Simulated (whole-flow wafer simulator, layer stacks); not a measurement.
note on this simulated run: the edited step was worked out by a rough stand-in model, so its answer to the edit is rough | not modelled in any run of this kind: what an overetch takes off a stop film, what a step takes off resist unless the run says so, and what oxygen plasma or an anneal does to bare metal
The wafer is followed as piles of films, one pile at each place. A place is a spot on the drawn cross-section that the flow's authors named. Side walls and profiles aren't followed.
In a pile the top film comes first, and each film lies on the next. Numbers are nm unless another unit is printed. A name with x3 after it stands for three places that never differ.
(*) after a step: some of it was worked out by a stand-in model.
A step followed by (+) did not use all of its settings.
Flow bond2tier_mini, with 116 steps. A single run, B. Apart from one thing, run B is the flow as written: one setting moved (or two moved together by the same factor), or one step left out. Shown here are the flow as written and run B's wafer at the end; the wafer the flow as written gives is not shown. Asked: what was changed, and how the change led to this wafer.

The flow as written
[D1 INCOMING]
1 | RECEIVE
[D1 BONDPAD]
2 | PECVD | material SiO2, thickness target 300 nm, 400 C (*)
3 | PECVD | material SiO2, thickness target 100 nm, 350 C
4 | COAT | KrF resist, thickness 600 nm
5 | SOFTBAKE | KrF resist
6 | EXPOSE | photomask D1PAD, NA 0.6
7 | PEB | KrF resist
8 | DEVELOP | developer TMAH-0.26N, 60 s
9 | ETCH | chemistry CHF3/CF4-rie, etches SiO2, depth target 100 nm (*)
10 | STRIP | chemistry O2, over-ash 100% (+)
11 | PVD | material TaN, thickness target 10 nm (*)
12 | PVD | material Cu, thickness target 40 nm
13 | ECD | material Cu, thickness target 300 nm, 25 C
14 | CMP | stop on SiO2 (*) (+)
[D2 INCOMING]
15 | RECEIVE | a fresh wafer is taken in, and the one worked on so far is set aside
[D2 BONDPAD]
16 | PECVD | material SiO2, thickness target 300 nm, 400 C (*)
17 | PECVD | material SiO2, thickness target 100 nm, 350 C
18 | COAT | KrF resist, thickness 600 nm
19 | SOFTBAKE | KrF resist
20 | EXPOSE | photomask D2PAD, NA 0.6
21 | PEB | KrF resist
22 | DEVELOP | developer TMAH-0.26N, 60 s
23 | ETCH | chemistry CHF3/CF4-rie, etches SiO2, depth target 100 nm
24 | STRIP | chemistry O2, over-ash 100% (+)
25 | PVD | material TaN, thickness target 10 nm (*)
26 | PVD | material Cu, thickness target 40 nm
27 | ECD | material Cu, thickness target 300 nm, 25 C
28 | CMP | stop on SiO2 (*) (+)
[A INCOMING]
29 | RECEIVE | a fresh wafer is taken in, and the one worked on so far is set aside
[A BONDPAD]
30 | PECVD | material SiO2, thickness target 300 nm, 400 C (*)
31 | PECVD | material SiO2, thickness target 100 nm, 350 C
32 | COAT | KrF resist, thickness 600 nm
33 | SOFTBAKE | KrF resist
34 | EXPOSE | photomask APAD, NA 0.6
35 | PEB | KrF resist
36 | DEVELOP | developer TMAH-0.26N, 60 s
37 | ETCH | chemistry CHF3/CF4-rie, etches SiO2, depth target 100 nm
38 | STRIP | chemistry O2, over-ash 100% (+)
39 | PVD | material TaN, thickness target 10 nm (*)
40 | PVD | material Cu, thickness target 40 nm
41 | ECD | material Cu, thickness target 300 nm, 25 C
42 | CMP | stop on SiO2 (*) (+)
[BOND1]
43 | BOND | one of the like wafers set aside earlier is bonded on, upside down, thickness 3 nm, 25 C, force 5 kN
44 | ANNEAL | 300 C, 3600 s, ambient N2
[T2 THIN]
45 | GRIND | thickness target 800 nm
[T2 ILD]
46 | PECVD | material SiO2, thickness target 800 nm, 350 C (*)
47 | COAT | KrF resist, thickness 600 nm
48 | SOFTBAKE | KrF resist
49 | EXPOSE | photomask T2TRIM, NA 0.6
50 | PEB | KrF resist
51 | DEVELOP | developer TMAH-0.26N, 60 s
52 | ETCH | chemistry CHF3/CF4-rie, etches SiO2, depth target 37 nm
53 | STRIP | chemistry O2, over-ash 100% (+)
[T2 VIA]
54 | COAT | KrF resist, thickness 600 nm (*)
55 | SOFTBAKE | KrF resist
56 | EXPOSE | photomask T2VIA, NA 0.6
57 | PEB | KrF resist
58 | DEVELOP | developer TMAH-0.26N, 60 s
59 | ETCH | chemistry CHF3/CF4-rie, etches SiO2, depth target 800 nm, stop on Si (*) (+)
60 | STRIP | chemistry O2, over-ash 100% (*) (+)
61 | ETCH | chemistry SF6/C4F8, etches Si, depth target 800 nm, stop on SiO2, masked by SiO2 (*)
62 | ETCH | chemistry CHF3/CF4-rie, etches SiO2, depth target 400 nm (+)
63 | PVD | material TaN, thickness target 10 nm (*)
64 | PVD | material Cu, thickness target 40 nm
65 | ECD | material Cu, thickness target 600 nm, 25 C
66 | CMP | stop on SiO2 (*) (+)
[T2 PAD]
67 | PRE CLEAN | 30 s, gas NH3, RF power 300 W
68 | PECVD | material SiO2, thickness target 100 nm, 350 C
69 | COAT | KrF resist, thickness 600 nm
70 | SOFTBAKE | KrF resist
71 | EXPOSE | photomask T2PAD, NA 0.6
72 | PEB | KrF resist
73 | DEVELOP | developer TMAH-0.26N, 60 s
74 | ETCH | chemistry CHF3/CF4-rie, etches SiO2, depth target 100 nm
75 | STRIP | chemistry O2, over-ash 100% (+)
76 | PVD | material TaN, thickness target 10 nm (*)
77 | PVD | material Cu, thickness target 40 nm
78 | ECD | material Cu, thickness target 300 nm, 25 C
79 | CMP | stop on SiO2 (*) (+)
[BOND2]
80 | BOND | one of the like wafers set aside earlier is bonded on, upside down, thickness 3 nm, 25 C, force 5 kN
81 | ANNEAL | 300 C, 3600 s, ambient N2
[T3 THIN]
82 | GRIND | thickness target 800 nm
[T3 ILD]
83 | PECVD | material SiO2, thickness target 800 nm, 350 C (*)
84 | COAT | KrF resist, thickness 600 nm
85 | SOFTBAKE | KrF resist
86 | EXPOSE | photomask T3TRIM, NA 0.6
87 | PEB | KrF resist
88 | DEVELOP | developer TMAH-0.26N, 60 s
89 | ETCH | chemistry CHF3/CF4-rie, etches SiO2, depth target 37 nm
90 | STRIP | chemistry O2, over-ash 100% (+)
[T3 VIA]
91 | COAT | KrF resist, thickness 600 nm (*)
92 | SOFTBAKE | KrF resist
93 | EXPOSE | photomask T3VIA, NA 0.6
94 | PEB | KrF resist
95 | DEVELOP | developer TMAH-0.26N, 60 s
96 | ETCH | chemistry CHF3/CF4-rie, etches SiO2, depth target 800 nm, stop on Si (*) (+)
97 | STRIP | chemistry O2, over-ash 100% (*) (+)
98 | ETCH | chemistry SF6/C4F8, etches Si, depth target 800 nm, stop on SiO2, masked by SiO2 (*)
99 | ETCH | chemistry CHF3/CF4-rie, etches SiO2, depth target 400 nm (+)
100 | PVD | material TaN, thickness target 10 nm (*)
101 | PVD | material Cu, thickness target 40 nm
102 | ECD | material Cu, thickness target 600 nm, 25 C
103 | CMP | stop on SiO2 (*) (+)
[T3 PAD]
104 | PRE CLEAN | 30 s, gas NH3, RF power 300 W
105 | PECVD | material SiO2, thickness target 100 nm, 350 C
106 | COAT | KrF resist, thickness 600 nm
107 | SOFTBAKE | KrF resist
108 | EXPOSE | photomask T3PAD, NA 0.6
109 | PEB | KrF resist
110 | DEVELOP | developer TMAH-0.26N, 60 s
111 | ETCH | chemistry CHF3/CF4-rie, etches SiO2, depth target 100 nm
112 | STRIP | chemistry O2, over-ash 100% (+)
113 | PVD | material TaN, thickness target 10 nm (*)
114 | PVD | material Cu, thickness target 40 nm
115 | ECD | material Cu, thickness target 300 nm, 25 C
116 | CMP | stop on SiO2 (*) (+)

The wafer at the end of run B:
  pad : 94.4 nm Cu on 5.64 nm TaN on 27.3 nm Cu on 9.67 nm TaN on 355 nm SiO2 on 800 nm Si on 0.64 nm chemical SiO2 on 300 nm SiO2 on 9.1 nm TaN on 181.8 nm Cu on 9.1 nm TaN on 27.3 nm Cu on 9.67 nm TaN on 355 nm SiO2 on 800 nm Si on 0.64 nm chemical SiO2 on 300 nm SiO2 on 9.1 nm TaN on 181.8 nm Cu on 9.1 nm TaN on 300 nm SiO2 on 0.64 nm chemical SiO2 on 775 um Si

Cause: step 113, PVD: thickness target 6.2 nm was run, while the flow as written has thickness target 10 nm.

Step by step, how the change led to this:
  113 | PVD | material TaN, thickness target 10 nm (*)
      field: +6.2 TaN (new film) (in the flow as written it would be: +10 TaN (new film))
      pad: +5.64 TaN (new film) (in the flow as written it would be: +9.1 TaN (new film))
  116 | CMP | stop on SiO2 (*) (+)
      field: -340 Cu (all of it), -6.2 TaN (all of it) (in the flow as written it would be: -340 Cu (all of it), -10 TaN (all of it))
